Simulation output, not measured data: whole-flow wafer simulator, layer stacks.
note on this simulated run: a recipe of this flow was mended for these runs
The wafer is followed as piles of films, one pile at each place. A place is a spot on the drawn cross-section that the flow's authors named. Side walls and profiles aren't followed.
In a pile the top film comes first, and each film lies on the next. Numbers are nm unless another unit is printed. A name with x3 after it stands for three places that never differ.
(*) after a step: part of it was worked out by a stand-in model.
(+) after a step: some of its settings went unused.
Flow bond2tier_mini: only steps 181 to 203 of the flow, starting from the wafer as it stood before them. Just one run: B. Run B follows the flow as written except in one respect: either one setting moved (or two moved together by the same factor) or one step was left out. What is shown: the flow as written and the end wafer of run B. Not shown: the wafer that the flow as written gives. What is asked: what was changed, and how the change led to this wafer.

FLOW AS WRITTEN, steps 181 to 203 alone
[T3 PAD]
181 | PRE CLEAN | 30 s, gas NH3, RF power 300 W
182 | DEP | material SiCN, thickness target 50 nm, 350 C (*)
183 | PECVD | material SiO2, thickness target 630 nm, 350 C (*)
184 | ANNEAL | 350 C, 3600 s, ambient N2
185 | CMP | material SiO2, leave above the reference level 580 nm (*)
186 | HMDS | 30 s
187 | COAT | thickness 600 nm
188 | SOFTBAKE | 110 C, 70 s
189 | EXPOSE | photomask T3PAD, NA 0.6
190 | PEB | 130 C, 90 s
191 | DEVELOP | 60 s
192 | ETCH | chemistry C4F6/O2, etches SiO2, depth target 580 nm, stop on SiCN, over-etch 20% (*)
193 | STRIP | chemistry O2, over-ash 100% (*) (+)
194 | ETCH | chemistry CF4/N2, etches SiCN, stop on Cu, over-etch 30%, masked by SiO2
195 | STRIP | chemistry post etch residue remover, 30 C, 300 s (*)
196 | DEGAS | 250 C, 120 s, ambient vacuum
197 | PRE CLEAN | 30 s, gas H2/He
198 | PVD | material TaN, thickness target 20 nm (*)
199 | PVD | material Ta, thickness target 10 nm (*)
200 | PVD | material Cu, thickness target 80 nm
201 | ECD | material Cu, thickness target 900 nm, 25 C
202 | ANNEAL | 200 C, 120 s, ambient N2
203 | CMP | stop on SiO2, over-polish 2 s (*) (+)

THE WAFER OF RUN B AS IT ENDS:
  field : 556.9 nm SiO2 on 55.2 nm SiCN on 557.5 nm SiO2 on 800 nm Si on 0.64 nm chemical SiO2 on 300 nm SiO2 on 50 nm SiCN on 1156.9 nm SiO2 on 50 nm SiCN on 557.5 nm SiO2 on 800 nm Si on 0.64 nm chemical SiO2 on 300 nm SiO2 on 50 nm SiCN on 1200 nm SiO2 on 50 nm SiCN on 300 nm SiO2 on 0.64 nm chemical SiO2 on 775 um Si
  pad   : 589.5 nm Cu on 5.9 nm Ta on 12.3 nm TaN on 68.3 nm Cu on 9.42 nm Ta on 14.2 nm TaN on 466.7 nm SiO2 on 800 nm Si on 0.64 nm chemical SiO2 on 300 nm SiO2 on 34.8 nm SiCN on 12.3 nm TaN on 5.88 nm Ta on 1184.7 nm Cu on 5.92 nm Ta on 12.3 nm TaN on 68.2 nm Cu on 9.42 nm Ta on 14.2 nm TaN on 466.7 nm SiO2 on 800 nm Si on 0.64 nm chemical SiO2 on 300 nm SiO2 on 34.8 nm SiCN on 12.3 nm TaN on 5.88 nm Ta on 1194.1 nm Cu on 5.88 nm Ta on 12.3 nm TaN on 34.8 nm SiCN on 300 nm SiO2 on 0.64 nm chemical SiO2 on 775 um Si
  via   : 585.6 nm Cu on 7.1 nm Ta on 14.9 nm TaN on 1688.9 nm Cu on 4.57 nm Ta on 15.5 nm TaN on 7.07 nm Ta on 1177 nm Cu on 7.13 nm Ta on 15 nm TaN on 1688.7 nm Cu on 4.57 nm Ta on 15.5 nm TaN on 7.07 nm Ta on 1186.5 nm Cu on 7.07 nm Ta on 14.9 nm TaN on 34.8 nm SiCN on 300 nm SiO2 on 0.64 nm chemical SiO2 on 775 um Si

What caused this: step 182, DEP: thickness target 55.2 nm was run, though the flow has thickness target 50 nm.
One can read it off the wafer: field has SiCN 55.2, and step 182 as written asks for 50 nm.

How this came from the change, step by step:
  182 | DEP | material SiCN, thickness target 50 nm, 350 C (*)
      field, pad, via: +55.2 SiCN (new film) (in the flow as written it would be: +50 SiCN (new film))
  194 | ETCH | chemistry CF4/N2, etches SiCN, stop on Cu, over-etch 30%, masked by SiO2
      pad, via: -35.6 SiCN (all of it), -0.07 Cu (in the flow as written it would be: -30.4 SiCN (all of it), -0.17 Cu)
